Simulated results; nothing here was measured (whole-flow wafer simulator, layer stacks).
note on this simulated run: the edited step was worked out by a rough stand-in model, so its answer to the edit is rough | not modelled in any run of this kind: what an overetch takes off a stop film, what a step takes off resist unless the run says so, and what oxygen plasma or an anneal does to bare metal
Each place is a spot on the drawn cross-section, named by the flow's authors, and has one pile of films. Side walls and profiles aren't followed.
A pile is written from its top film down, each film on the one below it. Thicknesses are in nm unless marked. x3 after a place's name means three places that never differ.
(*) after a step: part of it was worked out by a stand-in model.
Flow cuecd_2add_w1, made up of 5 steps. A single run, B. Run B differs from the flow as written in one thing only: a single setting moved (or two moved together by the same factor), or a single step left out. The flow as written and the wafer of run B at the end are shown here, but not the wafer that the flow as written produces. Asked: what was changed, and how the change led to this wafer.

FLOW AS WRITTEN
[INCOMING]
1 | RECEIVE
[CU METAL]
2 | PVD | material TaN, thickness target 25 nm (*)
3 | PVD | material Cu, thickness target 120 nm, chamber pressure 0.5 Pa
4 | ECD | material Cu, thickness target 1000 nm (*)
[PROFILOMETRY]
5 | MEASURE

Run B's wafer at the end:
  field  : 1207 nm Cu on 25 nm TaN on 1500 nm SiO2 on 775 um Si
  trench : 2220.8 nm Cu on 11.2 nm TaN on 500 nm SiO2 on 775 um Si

The reason: step 4, ECD: thickness target 1087 nm was run, whereas the flow has thickness target 1000 nm.

The path from the change to this, step by step:
  4 | ECD | material Cu, thickness target 1000 nm (*)
      field: Cu gains 1087 (it would be, as written: Cu gains 1000)
      trench: Cu gains 2167.2 (it would be, as written: Cu gains 2080.2)
